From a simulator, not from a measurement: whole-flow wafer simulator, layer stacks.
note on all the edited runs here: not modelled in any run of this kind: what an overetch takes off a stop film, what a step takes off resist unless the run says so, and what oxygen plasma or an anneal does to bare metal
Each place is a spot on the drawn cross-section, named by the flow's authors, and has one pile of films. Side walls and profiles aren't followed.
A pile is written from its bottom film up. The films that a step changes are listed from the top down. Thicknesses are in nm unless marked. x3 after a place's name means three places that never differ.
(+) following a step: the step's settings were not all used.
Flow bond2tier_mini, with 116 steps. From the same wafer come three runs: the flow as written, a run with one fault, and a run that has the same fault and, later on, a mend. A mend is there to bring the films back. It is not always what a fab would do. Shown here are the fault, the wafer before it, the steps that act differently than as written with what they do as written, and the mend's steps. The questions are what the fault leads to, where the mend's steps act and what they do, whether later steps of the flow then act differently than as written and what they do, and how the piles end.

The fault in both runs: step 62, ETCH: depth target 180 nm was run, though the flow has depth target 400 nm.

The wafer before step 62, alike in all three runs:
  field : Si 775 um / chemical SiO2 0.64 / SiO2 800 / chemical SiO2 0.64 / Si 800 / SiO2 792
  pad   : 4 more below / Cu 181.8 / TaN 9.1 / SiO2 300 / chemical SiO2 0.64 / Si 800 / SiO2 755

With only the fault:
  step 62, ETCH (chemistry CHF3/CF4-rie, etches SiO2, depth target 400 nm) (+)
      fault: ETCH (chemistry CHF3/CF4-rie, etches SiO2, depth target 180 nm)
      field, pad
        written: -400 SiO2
        fault: -180 SiO2
  None of the later steps of the flow acts differently than as written at any place that is followed.
  The piles end different from the flow's at field, pad by more than 2% or 0.5 nm, whichever is larger.
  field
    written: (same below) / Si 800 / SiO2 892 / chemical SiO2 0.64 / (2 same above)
    fault: (same below) / Si 800 / SiO2 1112 / chemical SiO2 0.64 / (2 same above)
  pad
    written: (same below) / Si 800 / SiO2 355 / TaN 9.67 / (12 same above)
    fault: (same below) / Si 800 / SiO2 575 / TaN 9.67 / (12 same above)

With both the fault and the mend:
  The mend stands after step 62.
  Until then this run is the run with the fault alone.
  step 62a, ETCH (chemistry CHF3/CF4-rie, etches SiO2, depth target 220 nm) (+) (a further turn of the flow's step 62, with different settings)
      field, pad
        -220 SiO2
  None of the later steps of the flow acts differently than as written at any place that is followed.
  By the end, the piles equal the flow's at every place that both follow.
